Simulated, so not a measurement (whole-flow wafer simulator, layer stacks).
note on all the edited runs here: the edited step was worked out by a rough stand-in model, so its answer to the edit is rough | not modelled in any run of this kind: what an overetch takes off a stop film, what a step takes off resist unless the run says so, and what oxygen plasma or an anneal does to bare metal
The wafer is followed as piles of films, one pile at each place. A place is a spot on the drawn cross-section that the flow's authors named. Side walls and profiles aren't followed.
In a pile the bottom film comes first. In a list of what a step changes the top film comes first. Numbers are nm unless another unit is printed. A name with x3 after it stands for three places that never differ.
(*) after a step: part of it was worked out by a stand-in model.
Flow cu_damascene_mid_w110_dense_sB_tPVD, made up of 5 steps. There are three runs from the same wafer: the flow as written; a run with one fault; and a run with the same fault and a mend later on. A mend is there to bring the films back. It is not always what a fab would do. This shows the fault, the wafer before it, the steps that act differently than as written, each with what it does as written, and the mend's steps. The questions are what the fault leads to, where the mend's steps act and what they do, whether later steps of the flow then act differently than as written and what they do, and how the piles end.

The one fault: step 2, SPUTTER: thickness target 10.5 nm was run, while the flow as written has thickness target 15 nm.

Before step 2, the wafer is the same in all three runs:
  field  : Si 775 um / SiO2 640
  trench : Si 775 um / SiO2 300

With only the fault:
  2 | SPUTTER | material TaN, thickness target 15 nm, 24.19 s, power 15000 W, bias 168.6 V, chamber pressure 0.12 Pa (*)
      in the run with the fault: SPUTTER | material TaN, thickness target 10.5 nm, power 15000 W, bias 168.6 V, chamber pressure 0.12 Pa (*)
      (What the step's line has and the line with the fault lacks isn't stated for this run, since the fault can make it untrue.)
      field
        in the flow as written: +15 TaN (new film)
        in the run with the fault: +10.5 TaN (new film)
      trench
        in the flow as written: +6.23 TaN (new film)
        in the run with the fault: +4.36 TaN (new film)
  Later steps of the flow that are run all act as written at every place that is followed, up to a difference of at most 2% or 0.5 nm, whichever is larger.
  At field, trench, the piles at the end differ from the flow's by more than 2% or 0.5 nm, whichever is larger.
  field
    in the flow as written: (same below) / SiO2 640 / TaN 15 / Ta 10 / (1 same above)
    in the run with the fault: (same below) / SiO2 640 / TaN 10.5 / Ta 10 / (1 same above)
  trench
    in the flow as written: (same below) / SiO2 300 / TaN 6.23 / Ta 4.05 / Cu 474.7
    in the run with the fault: (same below) / SiO2 300 / TaN 4.36 / Ta 4.1 / Cu 472

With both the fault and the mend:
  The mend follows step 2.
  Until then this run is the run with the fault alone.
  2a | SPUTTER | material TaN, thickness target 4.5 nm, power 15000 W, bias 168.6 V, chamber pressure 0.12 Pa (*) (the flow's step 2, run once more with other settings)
      field
        +4.5 TaN
      trench
        +1.8 TaN
  Later steps of the flow that are run all act as written at every place that is followed, up to a difference of at most 2% or 0.5 nm, whichever is larger.
  The piles end only slightly different from the flow's at the places that both follow, by no more than 2% or 0.5 nm, whichever is larger.
